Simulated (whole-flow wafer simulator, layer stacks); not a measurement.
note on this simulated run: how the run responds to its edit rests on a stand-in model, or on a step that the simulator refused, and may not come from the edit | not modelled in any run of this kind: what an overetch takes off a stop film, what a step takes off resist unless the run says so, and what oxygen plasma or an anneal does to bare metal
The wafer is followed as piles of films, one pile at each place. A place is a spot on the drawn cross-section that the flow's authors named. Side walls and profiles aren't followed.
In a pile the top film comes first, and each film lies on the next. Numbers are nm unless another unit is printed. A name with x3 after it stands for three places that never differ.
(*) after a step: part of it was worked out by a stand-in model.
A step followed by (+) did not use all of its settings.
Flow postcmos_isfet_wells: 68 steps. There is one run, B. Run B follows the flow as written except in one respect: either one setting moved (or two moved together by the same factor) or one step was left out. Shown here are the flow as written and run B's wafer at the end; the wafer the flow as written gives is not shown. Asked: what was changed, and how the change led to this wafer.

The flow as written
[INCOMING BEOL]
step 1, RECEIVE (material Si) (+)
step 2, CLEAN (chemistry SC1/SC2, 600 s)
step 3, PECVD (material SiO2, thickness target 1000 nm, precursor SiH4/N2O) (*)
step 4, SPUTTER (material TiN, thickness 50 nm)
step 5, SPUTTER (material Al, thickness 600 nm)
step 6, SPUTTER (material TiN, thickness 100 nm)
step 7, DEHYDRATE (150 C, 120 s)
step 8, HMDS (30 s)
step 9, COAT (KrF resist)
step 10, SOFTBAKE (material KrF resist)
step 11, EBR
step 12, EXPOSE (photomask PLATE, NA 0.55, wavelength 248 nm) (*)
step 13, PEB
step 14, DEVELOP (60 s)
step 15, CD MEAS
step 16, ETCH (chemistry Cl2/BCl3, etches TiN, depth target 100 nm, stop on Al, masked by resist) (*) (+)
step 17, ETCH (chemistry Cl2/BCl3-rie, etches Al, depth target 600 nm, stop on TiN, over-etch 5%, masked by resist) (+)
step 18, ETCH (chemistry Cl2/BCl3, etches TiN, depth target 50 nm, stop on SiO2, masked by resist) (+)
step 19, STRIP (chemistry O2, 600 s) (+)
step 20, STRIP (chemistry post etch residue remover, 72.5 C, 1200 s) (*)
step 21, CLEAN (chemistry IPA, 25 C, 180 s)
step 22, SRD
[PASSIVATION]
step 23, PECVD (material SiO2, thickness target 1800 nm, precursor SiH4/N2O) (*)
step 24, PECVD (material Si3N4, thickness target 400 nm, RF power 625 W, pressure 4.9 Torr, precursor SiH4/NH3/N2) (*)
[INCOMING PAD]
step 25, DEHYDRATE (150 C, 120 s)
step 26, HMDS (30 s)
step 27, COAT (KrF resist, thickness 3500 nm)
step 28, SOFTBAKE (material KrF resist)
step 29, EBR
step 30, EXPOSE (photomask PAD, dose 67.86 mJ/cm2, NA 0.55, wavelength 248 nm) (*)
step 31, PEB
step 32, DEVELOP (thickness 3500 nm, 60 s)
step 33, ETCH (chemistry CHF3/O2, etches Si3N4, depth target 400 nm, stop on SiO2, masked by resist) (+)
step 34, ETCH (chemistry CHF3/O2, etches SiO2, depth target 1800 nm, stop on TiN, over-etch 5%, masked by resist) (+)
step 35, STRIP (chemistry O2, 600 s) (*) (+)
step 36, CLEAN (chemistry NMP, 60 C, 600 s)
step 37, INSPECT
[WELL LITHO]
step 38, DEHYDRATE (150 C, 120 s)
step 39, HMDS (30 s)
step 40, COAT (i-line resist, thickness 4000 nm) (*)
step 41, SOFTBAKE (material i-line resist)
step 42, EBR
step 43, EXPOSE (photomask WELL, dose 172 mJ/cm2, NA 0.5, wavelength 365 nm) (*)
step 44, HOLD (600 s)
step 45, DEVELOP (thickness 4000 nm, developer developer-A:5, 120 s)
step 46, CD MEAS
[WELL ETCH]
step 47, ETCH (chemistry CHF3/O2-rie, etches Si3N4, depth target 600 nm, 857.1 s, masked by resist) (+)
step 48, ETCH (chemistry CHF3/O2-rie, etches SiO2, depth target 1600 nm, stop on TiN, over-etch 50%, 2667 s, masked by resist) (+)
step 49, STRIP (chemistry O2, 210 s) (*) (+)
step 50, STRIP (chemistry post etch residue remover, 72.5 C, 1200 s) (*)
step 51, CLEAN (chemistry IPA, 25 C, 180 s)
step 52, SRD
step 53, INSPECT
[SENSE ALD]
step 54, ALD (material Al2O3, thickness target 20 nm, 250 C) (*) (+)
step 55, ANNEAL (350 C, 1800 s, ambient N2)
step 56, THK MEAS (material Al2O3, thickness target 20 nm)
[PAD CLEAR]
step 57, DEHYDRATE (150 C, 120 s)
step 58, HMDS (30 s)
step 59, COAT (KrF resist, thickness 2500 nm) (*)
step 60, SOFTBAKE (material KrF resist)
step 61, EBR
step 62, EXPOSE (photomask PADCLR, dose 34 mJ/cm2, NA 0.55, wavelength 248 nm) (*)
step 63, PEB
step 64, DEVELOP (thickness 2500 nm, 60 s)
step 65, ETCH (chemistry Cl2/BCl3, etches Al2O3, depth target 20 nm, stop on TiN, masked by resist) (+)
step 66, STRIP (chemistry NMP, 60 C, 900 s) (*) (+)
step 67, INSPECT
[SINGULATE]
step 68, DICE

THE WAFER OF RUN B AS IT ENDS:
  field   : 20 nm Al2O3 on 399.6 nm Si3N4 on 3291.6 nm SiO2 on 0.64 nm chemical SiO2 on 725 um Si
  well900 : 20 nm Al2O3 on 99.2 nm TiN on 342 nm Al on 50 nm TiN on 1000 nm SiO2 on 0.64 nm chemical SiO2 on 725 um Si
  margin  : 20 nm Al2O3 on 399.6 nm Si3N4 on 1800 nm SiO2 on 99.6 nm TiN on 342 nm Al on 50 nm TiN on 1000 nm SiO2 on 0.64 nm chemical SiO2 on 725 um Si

What caused this: step 5, SPUTTER: thickness 342 nm was run, while the flow as written has thickness 600 nm.
One can read it off the wafer: well900 has Al 342, and step 5 as written asks for 600 nm.

How this came from the change, step by step:
  step 5, SPUTTER (material Al, thickness 600 nm)
      field, margin, well900, well1300 x3, pad_rim, pad_clr, pad_open: Al gains 342 (new film) (it would be, as written: Al gains 600 (new film))
  step 17, ETCH (chemistry Cl2/BCl3-rie, etches Al, depth target 600 nm, stop on TiN, over-etch 5%, masked by resist) (+)
      margin, well900, well1300 x3, pad_rim, pad_clr, pad_open: KrF resist loses 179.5 (it would be, as written: KrF resist loses 300)
      field: Al loses 342 (all of it) (it would be, as written: Al loses 600 (all of it))
  step 19, STRIP (chemistry O2, 600 s) (+)
      margin, well900, well1300 x3, pad_rim, pad_clr, pad_open: KrF resist loses 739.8 (all of it) (it would be, as written: KrF resist loses 619.4 (all of it))
  step 23, PECVD (material SiO2, thickness target 1800 nm, precursor SiH4/N2O) (*)
      field: SiO2 gains 2291.6 (it would be, as written: SiO2 gains 1800 (new film), void gains 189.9 (new film), SiO2 gains 559.7)
